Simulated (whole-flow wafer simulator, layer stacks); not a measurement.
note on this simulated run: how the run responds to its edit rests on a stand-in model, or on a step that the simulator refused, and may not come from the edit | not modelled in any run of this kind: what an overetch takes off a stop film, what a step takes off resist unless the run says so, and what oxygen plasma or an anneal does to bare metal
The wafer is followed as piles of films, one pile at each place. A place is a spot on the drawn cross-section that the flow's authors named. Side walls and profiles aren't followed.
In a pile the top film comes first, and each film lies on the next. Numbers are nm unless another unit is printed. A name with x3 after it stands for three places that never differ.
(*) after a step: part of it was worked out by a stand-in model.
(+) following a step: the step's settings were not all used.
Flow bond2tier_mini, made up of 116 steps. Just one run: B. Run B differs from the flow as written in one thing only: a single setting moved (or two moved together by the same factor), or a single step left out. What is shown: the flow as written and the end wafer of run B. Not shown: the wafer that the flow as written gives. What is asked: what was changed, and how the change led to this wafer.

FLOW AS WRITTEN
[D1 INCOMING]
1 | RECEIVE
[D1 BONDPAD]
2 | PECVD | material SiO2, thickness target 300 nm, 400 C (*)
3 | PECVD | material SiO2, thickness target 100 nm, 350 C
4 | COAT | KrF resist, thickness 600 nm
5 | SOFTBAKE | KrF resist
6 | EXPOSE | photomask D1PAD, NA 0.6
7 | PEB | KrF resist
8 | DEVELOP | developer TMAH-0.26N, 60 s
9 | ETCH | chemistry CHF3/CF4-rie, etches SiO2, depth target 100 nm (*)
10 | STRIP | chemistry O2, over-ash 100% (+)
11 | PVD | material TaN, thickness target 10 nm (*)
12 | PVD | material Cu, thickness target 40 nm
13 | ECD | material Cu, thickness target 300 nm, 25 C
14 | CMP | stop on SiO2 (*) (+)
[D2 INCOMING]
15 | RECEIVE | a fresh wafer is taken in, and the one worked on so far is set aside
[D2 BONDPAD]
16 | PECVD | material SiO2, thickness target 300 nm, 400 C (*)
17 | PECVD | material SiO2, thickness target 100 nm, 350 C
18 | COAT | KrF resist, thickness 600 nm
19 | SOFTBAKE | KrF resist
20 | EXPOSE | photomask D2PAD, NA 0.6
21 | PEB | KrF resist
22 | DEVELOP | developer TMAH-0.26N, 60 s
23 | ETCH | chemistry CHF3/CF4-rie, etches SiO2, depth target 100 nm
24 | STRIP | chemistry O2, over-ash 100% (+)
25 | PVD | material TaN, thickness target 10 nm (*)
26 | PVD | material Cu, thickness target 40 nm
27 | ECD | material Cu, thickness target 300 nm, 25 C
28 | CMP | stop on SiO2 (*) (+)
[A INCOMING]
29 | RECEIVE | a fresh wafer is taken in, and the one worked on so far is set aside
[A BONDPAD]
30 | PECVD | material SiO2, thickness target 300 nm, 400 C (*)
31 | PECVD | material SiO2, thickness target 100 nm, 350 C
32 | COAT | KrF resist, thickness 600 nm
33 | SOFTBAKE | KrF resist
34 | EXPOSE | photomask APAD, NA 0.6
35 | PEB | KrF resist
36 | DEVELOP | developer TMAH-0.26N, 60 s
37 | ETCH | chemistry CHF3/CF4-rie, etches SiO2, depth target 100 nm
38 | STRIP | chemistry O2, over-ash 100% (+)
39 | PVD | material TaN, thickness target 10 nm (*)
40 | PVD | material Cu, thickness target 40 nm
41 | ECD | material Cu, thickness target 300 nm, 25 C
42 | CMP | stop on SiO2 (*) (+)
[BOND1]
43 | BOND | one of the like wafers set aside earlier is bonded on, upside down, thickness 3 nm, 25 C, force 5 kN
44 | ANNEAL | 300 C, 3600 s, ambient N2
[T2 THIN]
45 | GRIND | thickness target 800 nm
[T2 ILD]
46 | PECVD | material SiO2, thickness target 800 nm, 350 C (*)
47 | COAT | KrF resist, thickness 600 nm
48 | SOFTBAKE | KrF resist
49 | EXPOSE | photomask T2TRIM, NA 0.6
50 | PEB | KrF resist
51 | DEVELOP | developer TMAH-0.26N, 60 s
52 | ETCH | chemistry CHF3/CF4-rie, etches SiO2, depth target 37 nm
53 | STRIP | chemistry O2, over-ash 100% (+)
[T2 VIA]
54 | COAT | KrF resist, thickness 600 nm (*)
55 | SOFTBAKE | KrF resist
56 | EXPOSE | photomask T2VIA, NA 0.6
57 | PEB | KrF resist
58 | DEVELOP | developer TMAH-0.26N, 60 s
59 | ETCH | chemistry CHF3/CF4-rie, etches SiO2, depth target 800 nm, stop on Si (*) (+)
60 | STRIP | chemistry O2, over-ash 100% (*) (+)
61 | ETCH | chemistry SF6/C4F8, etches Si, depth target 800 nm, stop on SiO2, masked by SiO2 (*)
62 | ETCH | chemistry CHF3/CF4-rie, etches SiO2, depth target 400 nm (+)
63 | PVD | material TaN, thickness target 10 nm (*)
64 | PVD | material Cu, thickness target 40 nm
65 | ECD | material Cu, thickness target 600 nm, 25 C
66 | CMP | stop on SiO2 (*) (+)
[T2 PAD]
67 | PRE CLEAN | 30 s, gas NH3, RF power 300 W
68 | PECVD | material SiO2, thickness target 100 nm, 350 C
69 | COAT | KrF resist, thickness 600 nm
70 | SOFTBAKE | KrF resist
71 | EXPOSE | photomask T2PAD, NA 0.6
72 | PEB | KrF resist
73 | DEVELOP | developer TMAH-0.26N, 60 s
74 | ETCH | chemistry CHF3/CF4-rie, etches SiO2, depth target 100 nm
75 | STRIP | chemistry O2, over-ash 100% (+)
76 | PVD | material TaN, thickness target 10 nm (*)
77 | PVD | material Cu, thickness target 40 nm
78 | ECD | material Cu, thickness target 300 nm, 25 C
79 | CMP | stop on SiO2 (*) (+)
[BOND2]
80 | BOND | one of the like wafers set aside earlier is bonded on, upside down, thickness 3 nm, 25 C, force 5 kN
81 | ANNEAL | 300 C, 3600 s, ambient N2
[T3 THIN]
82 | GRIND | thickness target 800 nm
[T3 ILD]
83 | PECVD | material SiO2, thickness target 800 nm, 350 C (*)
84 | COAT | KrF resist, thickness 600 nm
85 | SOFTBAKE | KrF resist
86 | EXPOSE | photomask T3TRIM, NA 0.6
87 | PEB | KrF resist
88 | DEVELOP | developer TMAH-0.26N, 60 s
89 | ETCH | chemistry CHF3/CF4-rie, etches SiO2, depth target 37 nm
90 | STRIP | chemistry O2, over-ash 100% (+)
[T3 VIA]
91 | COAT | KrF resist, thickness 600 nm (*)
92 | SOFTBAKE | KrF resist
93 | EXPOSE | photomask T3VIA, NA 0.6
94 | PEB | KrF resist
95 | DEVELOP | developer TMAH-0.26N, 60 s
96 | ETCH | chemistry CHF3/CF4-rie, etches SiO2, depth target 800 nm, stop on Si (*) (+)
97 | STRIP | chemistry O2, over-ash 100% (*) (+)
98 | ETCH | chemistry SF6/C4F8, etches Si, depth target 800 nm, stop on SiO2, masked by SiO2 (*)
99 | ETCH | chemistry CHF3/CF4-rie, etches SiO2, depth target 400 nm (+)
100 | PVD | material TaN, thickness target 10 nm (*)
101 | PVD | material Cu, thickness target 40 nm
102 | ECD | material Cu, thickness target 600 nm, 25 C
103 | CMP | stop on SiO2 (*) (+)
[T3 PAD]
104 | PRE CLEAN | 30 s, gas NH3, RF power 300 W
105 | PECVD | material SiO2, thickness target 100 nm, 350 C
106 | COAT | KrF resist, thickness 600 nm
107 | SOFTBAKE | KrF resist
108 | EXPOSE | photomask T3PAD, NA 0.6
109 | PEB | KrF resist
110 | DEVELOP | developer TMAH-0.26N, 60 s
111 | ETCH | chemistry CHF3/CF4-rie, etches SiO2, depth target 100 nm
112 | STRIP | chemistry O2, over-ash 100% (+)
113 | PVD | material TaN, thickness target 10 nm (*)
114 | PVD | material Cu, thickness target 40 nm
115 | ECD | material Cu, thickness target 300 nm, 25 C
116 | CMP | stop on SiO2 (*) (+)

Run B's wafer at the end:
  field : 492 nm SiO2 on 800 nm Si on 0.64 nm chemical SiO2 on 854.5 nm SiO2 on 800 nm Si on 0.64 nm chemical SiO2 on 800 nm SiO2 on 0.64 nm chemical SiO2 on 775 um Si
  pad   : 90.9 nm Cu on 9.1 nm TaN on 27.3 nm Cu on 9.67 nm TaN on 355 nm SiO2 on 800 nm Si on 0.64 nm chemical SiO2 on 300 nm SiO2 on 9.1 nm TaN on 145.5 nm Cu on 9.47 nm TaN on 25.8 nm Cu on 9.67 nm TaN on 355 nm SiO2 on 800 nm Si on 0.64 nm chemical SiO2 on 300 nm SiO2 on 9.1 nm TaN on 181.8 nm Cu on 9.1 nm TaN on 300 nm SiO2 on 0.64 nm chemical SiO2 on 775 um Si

Cause: step 68, PECVD: thickness target 62.5 nm was run, while the flow as written has thickness target 100 nm.

How this came from the change, step by step:
  68 | PECVD | material SiO2, thickness target 100 nm, 350 C
      field: SiO2 gains 62.5 (in the flow as written it would be: SiO2 gains 100)
      pad: SiO2 gains 62.5 (new film) (in the flow as written it would be: SiO2 gains 100 (new film))
  74 | ETCH | chemistry CHF3/CF4-rie, etches SiO2, depth target 100 nm
      pad: SiO2 loses 62.5 (all of it), Cu loses 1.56 (in the flow as written it would be: SiO2 loses 100 (all of it))
      field: KrF resist loses 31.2 (in the flow as written it would be: KrF resist loses 33.3)
  77 | PVD | material Cu, thickness target 40 nm
      pad: Cu gains 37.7 (new film) (in the flow as written it would be: Cu gains 36.4 (new film))
  78 | ECD | material Cu, thickness target 300 nm, 25 C
      pad: Cu gains 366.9 (in the flow as written it would be: Cu gains 404.5)
